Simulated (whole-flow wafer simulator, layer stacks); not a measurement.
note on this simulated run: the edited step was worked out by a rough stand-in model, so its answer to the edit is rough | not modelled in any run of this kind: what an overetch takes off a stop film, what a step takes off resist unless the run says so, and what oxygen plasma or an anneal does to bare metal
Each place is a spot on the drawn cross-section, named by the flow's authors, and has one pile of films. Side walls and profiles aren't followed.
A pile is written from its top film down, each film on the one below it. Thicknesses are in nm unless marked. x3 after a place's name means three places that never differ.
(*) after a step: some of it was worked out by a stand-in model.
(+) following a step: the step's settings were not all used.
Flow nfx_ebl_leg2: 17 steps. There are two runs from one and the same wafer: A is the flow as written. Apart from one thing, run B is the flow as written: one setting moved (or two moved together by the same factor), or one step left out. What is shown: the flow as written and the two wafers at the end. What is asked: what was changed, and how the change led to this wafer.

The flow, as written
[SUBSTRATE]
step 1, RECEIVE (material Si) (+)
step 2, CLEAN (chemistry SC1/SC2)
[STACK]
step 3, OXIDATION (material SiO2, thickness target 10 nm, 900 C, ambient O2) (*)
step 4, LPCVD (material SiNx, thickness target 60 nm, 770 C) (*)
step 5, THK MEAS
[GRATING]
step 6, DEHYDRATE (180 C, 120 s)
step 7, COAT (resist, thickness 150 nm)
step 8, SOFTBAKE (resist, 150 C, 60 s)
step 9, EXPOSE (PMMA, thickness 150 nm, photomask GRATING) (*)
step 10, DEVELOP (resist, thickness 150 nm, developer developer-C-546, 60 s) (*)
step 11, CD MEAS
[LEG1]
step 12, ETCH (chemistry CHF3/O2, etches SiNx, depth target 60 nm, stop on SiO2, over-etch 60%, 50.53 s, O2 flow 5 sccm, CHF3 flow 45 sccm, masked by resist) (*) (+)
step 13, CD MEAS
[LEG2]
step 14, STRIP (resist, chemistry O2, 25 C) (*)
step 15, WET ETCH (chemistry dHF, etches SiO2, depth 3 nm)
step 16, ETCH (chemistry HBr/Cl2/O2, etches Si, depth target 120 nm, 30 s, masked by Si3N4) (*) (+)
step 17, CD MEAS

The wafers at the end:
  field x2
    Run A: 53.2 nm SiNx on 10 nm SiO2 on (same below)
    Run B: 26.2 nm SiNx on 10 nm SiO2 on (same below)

Cause: step 4, LPCVD: thickness target 33 nm was run, though the flow has thickness target 60 nm.

The path from the change to this, step by step:
  step 4, LPCVD (material SiNx, thickness target 60 nm, 770 C) (*)
      field x2, pad x2: A +60 SiNx (new film) | B +33 SiNx (new film)
  step 12, ETCH (chemistry CHF3/O2, etches SiNx, depth target 60 nm, stop on SiO2, over-etch 60%, 50.53 s, O2 flow 5 sccm, CHF3 flow 45 sccm, masked by resist) (*) (+)
      pad x2: A -60 SiNx (all of it), -10 SiO2 (all of it) | B -33 SiNx (all of it), -10 SiO2 (all of it)
